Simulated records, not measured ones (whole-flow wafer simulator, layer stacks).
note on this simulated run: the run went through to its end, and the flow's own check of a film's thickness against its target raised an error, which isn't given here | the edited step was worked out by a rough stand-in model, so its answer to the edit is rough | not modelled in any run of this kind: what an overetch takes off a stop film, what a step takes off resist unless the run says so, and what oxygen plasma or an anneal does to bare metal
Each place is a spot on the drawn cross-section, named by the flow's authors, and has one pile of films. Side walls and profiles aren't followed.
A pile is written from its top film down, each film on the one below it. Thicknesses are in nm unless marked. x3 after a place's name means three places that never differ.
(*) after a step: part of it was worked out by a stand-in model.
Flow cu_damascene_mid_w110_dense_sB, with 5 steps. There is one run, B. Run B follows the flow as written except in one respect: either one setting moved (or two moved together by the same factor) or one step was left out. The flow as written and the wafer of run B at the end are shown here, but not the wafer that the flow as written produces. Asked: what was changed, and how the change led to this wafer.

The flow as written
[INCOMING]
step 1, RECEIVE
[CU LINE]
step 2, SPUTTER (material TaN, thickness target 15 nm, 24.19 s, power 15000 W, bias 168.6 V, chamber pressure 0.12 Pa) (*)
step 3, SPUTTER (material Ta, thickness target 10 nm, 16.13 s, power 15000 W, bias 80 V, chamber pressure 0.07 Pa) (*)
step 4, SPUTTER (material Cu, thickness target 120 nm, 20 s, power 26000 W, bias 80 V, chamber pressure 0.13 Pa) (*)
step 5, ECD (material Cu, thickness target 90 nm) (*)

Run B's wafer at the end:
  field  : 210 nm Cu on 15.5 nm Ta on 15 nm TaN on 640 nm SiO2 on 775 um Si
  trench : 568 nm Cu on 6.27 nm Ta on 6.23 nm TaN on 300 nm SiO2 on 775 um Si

What caused this: step 3, SPUTTER: thickness target 15.5 nm was run, while the flow as written has thickness target 10 nm; step 3, SPUTTER: 25 s was run, where the flow has 16.13 s.
The wafer lets one read it off: field has Ta 15.5, and step 3 as written asks for 10 nm.

The path from the change to this, step by step:
  step 3, SPUTTER (material Ta, thickness target 10 nm, 16.13 s, power 15000 W, bias 80 V, chamber pressure 0.07 Pa) (*)
      field: +15.5 Ta (new film) (it would be, as written: +10 Ta (new film))
      trench: +6.27 Ta (new film) (it would be, as written: +4.05 Ta (new film))
